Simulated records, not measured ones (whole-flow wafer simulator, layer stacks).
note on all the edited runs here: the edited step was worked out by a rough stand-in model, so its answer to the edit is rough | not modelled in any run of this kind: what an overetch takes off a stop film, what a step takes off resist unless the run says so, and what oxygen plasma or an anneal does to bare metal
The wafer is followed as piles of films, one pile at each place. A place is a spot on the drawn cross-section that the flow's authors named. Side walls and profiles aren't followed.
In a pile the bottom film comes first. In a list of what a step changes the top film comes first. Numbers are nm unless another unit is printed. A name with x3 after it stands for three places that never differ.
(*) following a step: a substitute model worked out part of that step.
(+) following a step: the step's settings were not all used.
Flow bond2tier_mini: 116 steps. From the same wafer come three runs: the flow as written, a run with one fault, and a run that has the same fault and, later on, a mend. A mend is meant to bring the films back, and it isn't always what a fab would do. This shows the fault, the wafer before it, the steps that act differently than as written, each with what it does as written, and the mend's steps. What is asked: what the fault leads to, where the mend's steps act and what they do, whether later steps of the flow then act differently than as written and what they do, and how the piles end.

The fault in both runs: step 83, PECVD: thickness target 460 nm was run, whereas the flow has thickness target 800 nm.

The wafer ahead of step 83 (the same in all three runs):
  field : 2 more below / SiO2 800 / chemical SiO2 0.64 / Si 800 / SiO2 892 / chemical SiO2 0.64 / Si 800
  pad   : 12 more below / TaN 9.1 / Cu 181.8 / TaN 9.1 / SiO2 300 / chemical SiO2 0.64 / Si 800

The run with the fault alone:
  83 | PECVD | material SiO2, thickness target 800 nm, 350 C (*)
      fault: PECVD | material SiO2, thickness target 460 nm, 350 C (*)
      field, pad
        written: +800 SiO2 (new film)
        fault: +460 SiO2 (new film)
  Later steps of the flow acting differently than as written:
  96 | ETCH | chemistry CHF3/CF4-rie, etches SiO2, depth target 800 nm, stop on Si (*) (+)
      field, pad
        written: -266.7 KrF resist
        fault: -211.5 KrF resist
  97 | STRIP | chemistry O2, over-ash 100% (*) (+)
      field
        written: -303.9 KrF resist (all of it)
        fault: -359.1 KrF resist (all of it)
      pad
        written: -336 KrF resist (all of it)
        fault: -391.1 KrF resist (all of it)
  The piles end different from the flow's at field, pad by more than 2% or 0.5 nm, whichever is larger.
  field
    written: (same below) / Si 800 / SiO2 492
    fault: (same below) / Si 800 / SiO2 152
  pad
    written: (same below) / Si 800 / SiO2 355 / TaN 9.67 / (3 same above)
    fault: (same below) / Si 800 / SiO2 15 / TaN 9.67 / (3 same above)

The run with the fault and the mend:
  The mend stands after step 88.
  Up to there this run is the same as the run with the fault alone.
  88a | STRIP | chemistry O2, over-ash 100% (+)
      field
        -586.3 KrF resist (all of it)
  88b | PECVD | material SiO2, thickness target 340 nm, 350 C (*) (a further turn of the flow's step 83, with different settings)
      field, pad
        +340 SiO2
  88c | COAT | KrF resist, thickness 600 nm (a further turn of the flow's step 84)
      field, pad
        +600 KrF resist (new film)
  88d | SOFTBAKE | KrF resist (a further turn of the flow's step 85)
      leaves every film unchanged at each place that is followed
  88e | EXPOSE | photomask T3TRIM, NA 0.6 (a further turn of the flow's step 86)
      leaves every film unchanged at each place that is followed
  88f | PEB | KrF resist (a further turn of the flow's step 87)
      leaves every film unchanged at each place that is followed
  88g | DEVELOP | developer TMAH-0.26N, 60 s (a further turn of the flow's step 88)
      field
        -13.7 KrF resist
      pad
        -600 KrF resist (all of it)
  None of the later steps of the flow acts differently than as written at any place that is followed.
  At every place that both follow, the piles at the end match the flow's.
